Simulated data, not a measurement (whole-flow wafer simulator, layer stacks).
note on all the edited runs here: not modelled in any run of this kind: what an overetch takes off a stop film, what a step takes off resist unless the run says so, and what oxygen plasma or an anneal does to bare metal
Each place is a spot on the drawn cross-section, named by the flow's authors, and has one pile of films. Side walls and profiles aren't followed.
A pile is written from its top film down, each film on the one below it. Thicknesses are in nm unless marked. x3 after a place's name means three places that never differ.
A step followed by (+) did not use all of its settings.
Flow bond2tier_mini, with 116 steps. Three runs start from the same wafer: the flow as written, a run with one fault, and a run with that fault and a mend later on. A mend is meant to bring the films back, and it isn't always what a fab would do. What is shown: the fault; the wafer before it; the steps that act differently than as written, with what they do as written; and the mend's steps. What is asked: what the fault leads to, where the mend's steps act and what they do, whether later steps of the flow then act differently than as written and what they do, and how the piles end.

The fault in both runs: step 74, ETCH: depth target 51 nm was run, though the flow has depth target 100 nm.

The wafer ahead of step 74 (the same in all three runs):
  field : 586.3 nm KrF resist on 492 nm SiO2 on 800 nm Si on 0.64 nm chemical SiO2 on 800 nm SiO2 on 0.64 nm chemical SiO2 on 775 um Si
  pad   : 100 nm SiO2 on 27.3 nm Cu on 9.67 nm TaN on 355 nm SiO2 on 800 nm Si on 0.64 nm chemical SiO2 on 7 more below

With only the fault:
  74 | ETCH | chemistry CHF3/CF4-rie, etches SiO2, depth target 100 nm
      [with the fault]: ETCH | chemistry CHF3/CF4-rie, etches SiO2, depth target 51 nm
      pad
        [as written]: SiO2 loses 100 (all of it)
        [with the fault]: SiO2 loses 51
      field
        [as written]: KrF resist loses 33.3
        [with the fault]: KrF resist loses 17
  Steps further on in the flow that do not act as written (not shown: 1 more step that differs only slightly, by at most 2% or 0.5 nm, whichever is larger):
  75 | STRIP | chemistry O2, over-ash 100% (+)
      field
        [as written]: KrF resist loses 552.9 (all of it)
        [with the fault]: KrF resist loses 569.3 (all of it)
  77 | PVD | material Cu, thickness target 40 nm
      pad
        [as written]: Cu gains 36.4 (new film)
        [with the fault]: Cu gains 38.1 (new film)
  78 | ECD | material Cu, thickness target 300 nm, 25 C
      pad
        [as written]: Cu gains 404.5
        [with the fault]: Cu gains 353.3
  By the end, the piles at pad depart from the flow's by more than 2% or 0.5 nm, whichever is larger.
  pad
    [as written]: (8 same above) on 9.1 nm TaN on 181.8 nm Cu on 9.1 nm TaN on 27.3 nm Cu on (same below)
    [with the fault]: (8 same above) on 9.1 nm TaN on 132.4 nm Cu on 9.54 nm TaN on 49 nm SiO2 on 27.3 nm Cu on (same below)

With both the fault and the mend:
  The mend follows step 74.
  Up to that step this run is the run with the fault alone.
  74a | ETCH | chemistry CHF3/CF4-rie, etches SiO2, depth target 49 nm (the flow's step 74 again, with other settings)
      field
        KrF resist loses 16.3
      pad
        SiO2 loses 49 (all of it)
  None of the later steps of the flow acts differently than as written at any place that is followed.
  At every place that both follow, the piles at the end match the flow's.
